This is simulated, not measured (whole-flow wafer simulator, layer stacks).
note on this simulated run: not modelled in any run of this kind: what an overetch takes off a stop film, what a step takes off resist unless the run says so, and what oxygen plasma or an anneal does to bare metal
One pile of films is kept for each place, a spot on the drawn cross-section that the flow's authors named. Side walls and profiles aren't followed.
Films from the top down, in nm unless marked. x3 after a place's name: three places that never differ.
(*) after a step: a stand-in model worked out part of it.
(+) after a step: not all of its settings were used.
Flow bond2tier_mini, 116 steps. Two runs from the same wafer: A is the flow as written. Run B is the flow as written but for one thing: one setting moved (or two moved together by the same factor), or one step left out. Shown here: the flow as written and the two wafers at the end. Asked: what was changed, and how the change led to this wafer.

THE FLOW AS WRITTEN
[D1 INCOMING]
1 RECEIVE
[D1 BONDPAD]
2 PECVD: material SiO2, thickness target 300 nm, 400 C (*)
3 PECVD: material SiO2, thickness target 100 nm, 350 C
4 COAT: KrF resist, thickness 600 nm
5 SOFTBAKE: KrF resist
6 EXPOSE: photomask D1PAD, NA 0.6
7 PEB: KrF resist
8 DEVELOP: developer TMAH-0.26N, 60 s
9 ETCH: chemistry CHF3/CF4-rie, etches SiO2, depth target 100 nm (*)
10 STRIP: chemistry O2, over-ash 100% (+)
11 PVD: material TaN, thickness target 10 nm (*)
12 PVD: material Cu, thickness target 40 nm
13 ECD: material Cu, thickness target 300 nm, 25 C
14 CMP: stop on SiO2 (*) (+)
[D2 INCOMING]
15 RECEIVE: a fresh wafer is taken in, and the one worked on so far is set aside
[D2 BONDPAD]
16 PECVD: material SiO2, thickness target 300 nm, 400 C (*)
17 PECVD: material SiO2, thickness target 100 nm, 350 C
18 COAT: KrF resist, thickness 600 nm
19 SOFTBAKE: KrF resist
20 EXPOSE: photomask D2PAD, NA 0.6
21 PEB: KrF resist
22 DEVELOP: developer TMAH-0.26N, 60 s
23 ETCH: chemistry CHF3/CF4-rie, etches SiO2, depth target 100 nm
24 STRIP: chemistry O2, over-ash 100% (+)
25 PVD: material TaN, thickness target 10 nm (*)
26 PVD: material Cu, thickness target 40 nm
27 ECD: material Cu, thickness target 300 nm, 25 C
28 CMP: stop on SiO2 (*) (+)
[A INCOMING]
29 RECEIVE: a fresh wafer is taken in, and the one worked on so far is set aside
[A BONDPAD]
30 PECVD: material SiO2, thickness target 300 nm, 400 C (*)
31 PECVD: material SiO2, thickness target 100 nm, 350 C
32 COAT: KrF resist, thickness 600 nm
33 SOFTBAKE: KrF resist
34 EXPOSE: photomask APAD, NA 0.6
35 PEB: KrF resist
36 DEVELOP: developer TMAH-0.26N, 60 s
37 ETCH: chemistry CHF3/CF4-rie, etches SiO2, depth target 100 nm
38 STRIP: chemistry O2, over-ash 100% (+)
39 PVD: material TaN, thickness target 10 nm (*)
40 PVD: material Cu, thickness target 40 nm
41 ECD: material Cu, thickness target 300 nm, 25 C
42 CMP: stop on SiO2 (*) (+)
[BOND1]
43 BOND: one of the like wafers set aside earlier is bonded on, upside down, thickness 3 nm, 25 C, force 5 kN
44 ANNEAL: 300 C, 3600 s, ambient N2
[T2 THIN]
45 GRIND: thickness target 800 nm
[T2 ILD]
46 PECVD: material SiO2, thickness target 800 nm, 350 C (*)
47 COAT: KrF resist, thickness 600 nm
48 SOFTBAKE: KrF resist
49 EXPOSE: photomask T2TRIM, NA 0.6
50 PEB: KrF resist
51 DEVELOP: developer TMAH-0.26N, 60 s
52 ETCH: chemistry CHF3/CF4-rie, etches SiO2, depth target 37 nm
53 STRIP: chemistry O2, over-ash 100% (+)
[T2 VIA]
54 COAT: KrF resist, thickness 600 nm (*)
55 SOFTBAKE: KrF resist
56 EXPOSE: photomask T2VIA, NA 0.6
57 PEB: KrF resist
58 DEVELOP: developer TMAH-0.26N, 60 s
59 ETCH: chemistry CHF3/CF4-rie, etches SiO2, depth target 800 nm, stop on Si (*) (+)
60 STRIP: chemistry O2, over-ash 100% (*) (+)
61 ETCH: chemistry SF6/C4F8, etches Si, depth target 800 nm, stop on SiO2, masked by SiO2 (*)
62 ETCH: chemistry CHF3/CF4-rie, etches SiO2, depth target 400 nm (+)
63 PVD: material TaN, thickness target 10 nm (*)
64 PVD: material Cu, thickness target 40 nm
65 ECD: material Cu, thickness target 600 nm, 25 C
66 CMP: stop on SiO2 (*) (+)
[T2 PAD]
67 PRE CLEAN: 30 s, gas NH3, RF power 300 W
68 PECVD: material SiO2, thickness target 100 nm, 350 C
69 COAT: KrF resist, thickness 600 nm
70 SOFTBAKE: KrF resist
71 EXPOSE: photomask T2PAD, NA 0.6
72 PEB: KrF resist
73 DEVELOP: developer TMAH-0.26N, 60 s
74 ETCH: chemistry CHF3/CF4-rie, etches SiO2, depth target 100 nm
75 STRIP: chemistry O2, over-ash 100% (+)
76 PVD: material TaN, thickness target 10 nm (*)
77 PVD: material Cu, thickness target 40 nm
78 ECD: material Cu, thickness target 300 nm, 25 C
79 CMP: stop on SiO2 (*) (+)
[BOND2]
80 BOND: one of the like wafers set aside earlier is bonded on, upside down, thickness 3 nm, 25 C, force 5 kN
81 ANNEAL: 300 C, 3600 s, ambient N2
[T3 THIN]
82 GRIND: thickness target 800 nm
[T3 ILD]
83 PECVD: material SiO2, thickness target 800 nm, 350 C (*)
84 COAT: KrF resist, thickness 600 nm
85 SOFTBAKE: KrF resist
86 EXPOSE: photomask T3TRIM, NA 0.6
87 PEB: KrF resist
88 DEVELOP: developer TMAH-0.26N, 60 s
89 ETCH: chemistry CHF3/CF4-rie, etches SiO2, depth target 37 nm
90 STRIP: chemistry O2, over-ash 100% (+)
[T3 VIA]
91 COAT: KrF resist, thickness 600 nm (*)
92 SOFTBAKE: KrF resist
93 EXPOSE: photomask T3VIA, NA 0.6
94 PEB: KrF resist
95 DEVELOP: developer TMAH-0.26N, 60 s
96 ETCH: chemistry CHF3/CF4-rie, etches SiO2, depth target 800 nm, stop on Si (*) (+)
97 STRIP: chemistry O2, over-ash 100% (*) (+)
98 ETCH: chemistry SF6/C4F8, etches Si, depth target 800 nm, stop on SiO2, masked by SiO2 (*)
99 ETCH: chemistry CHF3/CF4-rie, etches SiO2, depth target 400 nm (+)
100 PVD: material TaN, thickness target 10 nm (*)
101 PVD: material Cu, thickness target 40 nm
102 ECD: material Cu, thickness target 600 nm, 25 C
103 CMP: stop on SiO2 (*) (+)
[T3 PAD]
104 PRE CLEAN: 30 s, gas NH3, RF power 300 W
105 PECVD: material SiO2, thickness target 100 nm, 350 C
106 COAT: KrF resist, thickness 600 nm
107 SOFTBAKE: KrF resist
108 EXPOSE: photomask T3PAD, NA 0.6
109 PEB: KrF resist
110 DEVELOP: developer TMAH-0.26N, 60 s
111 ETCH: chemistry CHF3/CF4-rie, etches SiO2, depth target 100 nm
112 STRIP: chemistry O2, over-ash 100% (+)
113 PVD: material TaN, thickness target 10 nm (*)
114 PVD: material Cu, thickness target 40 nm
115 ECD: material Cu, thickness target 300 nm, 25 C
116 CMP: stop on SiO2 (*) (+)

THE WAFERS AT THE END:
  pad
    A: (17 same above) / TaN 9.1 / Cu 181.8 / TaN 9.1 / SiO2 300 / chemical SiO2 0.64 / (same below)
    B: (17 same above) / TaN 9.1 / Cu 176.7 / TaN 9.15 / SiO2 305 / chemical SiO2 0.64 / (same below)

The cause: step 37, ETCH: depth target 95 nm was run, where the flow has depth target 100 nm.

How the change led to this, step by step:
  37 ETCH: chemistry CHF3/CF4-rie, etches SiO2, depth target 100 nm
      pad, via: A SiO2 -100 | B SiO2 -95
      field: A KrF resist -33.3 | B KrF resist -31.7
